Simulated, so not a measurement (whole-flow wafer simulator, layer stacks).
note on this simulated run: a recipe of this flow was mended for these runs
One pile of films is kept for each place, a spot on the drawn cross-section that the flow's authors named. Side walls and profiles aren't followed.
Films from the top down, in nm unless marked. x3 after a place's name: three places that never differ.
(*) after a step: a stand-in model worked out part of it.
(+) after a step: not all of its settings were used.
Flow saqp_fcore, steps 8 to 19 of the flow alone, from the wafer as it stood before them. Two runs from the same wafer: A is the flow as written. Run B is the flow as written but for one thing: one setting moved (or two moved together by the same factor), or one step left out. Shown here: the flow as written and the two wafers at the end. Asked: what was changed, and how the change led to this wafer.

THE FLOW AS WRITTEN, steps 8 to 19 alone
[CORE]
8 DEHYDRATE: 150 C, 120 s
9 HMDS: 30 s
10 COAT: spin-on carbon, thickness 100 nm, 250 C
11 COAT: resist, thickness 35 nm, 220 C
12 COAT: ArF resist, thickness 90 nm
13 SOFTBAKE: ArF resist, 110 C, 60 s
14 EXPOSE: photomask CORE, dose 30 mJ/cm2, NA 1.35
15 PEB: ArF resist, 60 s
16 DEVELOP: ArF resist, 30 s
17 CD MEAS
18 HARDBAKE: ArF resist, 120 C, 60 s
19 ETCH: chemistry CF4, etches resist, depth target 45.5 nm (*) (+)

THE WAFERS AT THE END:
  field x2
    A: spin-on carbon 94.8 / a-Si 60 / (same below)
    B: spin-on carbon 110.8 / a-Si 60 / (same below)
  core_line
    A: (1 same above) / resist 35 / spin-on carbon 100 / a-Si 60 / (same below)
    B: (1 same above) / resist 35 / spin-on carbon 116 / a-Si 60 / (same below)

The cause: step 10, COAT: thickness 116 nm was run, where the flow has thickness 100 nm.
It can be read off the wafer: core_line has spin-on carbon 116, and step 10 as written asks for 100 nm.

How the change led to this, step by step:
  10 COAT: spin-on carbon, thickness 100 nm, 250 C
      field x2, core_line: A spin-on carbon +100 (new film) | B spin-on carbon +116 (new film)
